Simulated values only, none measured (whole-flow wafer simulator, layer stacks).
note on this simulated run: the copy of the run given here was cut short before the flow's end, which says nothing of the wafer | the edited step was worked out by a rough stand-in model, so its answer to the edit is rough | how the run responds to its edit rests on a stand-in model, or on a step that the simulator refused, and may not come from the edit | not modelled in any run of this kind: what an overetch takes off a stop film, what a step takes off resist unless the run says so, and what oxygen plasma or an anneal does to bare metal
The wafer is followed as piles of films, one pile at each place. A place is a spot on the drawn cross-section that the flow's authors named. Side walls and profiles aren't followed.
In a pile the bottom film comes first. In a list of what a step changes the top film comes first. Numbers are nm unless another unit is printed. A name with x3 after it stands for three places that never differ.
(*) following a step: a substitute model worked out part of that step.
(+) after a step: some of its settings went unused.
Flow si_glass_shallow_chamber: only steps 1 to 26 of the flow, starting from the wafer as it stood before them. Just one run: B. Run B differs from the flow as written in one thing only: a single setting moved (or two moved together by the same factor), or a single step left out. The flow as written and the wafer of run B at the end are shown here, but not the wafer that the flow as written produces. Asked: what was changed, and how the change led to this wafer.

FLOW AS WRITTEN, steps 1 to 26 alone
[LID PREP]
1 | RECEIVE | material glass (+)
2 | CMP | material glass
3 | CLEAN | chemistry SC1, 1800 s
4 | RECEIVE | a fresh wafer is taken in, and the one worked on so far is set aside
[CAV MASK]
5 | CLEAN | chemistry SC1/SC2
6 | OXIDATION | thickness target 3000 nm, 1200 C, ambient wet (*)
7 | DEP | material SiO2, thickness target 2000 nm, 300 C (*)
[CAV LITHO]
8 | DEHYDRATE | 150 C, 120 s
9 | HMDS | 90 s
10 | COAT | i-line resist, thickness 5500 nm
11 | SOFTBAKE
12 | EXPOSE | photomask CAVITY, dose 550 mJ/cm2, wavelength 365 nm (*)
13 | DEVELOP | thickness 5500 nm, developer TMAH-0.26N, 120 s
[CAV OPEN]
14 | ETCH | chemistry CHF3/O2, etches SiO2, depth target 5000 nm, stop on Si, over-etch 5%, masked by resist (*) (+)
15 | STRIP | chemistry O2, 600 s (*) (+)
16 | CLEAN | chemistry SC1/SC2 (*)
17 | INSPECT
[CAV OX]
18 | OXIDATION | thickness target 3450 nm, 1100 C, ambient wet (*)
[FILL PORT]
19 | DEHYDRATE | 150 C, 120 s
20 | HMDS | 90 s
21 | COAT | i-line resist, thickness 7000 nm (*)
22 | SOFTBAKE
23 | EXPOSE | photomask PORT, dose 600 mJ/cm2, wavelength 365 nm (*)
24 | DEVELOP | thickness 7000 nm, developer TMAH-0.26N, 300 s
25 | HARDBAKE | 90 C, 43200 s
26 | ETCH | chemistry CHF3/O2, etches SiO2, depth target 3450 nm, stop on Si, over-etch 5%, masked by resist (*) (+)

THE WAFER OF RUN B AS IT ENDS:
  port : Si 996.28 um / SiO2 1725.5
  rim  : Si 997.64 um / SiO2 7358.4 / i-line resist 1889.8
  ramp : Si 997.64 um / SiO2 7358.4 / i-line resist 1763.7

What caused this: step 18, OXIDATION: thickness target 5348 nm was run, while the flow as written has thickness target 3450 nm.

How this came from the change, step by step:
  18 | OXIDATION | thickness target 3450 nm, 1100 C, ambient wet (*)
      rim, ramp, septum, ring: SiO2 gains 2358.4, Si loses 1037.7 (it would be, as written: SiO2 gains 1109.8, Si loses 488.3)
      cav, port: SiO2 gains 5348 (new film), chemical SiO2 loses 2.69 (all of it), Si loses 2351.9 (it would be, as written: SiO2 gains 3450 (new film), chemical SiO2 loses 2.69 (all of it), Si loses 1516.8)
  21 | COAT | i-line resist, thickness 7000 nm (*)
      rim: i-line resist gains 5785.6 (new film) (it would be, as written: i-line resist gains 5660.1 (new film))
      ramp: i-line resist gains 5261.6 (new film) (it would be, as written: i-line resist gains 5087.8 (new film))
  22 | SOFTBAKE
      rim: i-line resist loses 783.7 (it would be, as written: i-line resist loses 849)
      ramp: i-line resist loses 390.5 (it would be, as written: i-line resist loses 434.5)
      (and at 4 other places as well)
  25 | HARDBAKE | 90 C, 43200 s
      rim: i-line resist loses 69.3 (it would be, as written: i-line resist loses 62.5)
      ramp: i-line resist loses 64.6 (it would be, as written: i-line resist loses 57.1)
      (and at 1 other place as well)
  26 | ETCH | chemistry CHF3/O2, etches SiO2, depth target 3450 nm, stop on Si, over-etch 5%, masked by resist (*) (+)
      port: SiO2 loses 3622.5 (it would be, as written: SiO2 loses 3450 (all of it), Si loses 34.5)
